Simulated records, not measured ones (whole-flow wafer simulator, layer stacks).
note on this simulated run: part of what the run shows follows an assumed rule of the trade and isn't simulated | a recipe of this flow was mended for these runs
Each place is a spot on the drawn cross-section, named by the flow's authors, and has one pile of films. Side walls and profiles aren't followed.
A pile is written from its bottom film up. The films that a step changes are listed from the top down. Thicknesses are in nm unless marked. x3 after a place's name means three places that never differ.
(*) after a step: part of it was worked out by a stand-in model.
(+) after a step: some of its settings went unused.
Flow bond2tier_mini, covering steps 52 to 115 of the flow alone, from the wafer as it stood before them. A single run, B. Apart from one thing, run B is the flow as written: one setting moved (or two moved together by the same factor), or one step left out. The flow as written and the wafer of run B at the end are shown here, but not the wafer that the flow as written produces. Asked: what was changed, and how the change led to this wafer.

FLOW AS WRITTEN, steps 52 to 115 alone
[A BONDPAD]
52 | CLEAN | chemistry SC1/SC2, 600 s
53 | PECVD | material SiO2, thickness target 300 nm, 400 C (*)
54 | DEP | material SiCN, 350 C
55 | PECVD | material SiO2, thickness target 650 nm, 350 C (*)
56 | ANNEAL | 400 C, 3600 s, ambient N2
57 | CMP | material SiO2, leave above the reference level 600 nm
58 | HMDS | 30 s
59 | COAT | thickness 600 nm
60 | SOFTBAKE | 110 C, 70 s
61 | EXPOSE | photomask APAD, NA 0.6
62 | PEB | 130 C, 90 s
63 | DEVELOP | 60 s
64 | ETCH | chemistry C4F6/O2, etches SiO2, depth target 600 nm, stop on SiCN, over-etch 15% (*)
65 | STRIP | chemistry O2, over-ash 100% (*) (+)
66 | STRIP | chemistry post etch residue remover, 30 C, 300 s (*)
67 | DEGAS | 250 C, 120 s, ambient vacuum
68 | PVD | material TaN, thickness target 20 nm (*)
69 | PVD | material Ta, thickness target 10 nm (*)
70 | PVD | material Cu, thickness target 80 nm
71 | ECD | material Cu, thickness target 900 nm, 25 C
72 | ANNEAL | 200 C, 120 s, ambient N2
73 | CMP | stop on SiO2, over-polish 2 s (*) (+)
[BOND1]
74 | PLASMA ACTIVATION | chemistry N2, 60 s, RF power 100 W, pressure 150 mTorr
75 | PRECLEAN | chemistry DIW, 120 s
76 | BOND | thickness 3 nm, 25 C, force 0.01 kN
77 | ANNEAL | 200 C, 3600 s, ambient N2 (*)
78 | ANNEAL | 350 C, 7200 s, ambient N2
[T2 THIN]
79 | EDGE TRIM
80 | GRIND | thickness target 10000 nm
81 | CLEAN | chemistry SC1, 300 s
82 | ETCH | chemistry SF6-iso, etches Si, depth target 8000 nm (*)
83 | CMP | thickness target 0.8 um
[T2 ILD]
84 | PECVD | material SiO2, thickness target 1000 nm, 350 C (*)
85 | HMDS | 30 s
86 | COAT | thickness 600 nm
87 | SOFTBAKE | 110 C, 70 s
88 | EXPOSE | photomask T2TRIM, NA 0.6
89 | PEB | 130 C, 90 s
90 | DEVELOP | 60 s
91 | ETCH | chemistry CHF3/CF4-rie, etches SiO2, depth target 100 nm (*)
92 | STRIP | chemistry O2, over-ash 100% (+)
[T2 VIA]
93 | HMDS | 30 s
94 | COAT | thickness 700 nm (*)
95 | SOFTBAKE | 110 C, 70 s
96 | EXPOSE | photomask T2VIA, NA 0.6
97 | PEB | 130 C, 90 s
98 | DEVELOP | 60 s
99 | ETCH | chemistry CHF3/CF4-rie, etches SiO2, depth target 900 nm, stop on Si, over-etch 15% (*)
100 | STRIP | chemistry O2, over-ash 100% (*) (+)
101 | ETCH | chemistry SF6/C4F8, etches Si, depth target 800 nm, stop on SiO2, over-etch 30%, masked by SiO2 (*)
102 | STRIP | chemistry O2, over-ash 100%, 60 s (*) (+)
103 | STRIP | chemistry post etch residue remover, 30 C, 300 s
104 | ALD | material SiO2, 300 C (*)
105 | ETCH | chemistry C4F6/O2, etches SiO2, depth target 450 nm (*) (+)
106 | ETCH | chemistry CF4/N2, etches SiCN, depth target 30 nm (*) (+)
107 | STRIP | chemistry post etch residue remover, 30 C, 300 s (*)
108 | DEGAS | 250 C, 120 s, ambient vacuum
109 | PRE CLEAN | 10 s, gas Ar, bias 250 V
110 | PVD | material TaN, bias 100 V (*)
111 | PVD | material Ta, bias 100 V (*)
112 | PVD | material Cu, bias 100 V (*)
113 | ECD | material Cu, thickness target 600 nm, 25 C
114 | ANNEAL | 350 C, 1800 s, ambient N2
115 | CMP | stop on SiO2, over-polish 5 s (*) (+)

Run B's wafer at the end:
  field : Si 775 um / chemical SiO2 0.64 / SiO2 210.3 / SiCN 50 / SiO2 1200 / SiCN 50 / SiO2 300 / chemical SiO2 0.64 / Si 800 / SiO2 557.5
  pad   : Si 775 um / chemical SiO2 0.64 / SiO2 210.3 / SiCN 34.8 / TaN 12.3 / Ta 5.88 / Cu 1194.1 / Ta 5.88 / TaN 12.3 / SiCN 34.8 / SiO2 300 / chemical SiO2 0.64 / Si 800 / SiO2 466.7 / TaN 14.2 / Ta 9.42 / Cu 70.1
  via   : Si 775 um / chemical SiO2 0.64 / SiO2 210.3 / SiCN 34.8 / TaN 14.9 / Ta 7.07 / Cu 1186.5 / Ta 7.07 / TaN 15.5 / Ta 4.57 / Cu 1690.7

The reason: step 53, PECVD: thickness target 210.3 nm was run, whereas the flow has thickness target 300 nm.
The wafer itself shows it: field has SiO2 210.3, and step 53 as written asks for 300 nm.

Step by step, how the change led to this:
  53 | PECVD | material SiO2, thickness target 300 nm, 400 C (*)
      field, pad, via: SiO2 gains 210.3 (new film) (in the flow as written it would be: SiO2 gains 300 (new film))
